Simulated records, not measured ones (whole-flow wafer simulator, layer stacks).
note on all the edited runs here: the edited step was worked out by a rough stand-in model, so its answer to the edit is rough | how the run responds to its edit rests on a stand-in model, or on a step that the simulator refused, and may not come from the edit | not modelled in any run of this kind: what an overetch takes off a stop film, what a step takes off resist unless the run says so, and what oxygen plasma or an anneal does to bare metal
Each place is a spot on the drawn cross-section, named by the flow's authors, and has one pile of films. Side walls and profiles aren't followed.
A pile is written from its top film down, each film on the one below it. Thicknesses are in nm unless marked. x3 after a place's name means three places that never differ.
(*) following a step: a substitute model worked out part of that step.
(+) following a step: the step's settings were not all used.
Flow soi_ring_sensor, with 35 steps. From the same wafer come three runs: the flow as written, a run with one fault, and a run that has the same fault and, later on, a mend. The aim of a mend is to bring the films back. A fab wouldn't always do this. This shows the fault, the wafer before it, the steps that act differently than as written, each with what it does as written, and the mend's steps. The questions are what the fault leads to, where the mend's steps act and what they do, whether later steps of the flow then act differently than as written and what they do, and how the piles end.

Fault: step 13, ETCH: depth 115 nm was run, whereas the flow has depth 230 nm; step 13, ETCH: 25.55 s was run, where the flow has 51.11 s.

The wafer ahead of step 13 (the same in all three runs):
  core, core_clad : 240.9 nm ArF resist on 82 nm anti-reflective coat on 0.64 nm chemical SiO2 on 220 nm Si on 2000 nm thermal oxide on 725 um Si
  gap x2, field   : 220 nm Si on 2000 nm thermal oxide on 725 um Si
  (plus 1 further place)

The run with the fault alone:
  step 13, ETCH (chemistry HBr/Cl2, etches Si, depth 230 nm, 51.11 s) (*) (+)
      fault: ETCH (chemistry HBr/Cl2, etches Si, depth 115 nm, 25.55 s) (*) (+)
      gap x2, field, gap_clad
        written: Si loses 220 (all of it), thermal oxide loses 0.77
        fault: Si loses 115
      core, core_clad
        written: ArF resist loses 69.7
        fault: ArF resist loses 34.8
  Later steps of the flow acting differently than as written (not shown: 1 more step that differs only slightly, by at most 2% or 0.5 nm, whichever is larger):
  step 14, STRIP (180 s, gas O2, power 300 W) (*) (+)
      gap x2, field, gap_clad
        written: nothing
        fault: chemical SiO2 gains 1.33 (new film), Si loses 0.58
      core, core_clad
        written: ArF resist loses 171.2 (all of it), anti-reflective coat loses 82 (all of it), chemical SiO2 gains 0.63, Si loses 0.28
        fault: ArF resist loses 206 (all of it), anti-reflective coat loses 82 (all of it), chemical SiO2 gains 0.62, Si loses 0.27
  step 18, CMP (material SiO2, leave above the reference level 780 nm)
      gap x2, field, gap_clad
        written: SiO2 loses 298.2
        fault: SiO2 loses 404.8
  At field, the piles at the end differ from the flow's by more than 2% or 0.5 nm, whichever is larger.
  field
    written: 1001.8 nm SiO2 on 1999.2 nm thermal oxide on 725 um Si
    fault: 895.2 nm SiO2 on 1.33 nm chemical SiO2 on 104.4 nm Si on 2000 nm thermal oxide on 725 um Si

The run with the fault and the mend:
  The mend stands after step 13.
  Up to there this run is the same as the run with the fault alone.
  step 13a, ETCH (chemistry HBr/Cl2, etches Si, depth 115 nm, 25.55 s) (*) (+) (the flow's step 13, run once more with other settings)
      gap x2, field, gap_clad
        Si loses 105 (all of it), thermal oxide loses 0.77
      core, core_clad
        ArF resist loses 34.8
  None of the later steps of the flow acts differently than as written at any place that is followed.
  By the end, the piles equal the flow's at every place that both follow.
